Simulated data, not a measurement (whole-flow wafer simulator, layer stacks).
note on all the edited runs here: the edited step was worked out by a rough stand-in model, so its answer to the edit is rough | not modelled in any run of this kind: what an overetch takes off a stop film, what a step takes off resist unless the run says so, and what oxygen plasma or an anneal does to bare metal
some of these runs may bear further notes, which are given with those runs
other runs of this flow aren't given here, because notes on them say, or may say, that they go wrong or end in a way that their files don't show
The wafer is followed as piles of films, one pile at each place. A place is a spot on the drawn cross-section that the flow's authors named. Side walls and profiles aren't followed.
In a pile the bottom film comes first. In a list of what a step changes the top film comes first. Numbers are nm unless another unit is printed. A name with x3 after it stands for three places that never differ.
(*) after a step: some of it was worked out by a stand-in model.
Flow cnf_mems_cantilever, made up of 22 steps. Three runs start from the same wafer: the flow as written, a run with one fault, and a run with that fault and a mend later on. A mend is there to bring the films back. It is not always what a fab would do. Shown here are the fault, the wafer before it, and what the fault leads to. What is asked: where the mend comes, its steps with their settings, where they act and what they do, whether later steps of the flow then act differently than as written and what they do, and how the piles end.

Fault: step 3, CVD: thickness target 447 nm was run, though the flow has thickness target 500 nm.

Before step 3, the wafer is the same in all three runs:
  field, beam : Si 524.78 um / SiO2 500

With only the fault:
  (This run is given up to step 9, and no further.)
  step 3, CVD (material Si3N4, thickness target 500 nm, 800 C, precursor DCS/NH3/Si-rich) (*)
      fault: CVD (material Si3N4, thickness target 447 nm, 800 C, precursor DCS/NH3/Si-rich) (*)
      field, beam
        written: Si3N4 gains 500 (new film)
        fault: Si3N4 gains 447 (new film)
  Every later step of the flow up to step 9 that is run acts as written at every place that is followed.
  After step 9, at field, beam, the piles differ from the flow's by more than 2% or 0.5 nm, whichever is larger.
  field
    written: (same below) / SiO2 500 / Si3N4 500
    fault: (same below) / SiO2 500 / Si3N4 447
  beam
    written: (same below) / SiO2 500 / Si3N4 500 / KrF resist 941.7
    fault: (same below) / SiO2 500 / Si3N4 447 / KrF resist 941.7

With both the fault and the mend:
  The mend follows step 3.
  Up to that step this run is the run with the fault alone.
  step 3a, ETCH (chemistry h3po4, depth target 514 nm)
      field, beam
        Si3N4 loses 447 (all of it)
  step 3b, CLEAN (chemistry SC1/SC2) (the flow's step 1 again)
      leaves every film unchanged at each place that is followed
  step 3c, CVD (material Si3N4, thickness target 500 nm, 800 C, precursor DCS/NH3/Si-rich) (*) (the flow's step 3 again)
      field, beam
        Si3N4 gains 500 (new film)
  Every later step of the flow that is run acts as written at every place that is followed.
  The piles end the same as the flow's at every place that both follow.
